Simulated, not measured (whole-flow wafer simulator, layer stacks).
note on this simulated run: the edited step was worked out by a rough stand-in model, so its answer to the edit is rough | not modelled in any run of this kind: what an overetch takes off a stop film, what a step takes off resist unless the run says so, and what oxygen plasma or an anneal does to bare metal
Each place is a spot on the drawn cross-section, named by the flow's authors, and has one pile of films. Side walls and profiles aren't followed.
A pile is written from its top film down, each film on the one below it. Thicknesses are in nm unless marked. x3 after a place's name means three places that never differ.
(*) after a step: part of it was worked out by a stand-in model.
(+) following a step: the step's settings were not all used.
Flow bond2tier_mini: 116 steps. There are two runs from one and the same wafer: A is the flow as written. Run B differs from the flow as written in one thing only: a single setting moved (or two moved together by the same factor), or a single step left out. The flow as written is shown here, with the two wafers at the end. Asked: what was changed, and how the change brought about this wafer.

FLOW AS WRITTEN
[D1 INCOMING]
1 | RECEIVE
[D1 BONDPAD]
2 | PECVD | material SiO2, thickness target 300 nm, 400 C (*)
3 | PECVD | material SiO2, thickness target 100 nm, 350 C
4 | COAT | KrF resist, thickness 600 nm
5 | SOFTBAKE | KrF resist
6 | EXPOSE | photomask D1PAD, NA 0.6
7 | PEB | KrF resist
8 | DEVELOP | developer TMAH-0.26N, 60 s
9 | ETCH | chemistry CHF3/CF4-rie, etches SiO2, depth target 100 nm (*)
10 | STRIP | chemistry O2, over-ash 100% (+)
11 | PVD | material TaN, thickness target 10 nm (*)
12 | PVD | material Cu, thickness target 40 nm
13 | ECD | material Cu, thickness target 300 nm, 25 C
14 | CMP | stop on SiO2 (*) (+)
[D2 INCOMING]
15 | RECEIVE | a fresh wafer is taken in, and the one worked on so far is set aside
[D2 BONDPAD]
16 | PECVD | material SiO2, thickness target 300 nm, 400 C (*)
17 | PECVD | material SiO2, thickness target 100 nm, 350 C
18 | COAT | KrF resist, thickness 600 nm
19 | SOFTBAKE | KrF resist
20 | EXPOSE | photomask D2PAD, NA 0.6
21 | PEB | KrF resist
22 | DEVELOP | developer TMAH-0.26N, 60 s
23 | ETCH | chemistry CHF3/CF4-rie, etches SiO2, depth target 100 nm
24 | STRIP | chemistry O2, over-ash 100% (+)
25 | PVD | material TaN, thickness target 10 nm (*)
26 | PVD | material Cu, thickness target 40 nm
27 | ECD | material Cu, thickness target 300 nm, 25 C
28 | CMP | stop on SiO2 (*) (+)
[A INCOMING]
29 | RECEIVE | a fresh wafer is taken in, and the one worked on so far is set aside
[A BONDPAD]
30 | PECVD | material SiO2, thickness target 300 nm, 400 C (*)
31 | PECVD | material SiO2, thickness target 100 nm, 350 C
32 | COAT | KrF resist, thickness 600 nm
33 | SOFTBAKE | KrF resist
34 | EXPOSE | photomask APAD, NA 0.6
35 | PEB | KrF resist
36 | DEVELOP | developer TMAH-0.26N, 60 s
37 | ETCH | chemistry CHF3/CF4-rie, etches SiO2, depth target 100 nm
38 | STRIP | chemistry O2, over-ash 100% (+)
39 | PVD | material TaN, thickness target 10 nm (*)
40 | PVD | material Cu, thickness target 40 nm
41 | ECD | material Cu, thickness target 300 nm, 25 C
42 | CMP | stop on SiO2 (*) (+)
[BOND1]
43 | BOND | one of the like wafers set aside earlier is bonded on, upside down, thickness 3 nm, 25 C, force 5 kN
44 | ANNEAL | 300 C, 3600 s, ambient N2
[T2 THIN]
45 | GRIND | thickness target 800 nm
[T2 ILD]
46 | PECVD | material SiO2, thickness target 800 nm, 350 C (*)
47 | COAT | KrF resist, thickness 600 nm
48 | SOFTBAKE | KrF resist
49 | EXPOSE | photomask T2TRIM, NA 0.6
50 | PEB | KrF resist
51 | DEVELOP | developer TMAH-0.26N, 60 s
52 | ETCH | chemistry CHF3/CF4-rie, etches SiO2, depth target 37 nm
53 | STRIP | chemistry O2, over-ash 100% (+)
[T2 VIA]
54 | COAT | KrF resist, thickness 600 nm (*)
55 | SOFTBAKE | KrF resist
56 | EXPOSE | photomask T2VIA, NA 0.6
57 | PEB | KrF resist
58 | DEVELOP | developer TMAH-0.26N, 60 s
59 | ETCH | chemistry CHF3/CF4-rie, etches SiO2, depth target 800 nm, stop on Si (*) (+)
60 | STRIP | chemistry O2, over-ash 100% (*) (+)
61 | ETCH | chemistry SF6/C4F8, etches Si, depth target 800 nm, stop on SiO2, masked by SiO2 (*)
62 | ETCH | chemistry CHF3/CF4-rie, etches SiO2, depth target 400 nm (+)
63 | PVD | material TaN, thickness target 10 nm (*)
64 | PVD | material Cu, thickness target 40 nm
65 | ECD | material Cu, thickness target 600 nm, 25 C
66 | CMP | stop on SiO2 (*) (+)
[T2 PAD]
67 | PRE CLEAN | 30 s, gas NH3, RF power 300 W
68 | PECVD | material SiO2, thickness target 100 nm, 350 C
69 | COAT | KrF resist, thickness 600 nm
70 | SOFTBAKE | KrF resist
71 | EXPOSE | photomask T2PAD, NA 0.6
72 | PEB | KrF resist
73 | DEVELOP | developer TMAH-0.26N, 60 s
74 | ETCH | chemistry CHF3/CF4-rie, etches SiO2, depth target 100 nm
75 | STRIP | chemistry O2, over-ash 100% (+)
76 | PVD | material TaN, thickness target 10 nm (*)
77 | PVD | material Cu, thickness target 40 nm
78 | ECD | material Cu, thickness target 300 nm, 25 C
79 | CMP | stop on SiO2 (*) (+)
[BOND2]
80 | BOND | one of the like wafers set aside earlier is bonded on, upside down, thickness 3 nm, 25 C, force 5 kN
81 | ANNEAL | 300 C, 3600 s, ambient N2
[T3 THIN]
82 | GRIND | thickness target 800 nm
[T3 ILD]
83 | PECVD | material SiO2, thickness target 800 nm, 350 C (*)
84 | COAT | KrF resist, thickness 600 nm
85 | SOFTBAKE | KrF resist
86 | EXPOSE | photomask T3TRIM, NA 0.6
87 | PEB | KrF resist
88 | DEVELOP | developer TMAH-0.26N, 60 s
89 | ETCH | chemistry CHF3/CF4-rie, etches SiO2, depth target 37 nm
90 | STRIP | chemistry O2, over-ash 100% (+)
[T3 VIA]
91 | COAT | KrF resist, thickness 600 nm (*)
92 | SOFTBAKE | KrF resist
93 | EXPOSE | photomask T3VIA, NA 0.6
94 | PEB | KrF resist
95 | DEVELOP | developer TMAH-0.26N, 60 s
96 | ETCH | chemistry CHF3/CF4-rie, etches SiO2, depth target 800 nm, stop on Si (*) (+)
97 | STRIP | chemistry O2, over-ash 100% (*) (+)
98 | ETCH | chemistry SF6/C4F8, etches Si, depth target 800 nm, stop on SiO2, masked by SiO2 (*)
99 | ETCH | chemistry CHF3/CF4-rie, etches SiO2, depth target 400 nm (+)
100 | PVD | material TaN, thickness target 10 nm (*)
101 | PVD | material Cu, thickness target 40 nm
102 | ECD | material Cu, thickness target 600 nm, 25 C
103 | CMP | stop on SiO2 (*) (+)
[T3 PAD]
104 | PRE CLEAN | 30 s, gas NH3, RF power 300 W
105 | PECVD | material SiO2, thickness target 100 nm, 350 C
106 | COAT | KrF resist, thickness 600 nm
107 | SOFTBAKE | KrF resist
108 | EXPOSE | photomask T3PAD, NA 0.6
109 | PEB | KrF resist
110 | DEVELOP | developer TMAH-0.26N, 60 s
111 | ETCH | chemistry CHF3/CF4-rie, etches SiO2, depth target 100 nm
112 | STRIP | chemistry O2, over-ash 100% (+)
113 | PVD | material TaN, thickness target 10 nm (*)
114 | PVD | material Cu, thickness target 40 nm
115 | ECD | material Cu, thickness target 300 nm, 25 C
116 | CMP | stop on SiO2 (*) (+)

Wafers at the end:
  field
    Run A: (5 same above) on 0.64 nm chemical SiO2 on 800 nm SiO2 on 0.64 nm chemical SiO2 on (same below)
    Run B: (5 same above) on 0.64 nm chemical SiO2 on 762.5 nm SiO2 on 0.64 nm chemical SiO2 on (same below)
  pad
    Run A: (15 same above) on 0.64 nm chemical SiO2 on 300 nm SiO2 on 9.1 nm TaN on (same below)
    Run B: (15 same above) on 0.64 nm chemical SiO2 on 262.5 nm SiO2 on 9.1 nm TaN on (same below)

What caused this: step 2, PECVD: thickness target 262.5 nm was run, though the flow has thickness target 300 nm.
The wafer lets one read it off: pad has SiO2 262.5, and step 2 as written asks for 300 nm.

The path from the change to this, step by step:
  2 | PECVD | material SiO2, thickness target 300 nm, 400 C (*)
      field, pad, via: A SiO2 gains 300 (new film) | B SiO2 gains 262.5 (new film)
  43 | BOND | one of the like wafers set aside earlier is bonded on, upside down, thickness 3 nm, 25 C, force 5 kN
      field: A Si gains 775 um (new film), chemical SiO2 gains 0.64 (new film), SiO2 gains 400 | B Si gains 775 um (new film), chemical SiO2 gains 0.64 (new film), SiO2 gains 362.5
      pad: A Si gains 775 um (new film), chemical SiO2 gains 0.64 (new film), SiO2 gains 300 (new film), TaN gains 9.1 (new film), Cu gains 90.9 | B Si gains 775 um (new film), chemical SiO2 gains 0.64 (new film), SiO2 gains 262.5 (new film), TaN gains 9.1 (new film), Cu gains 90.9
      (and at 1 other place as well)
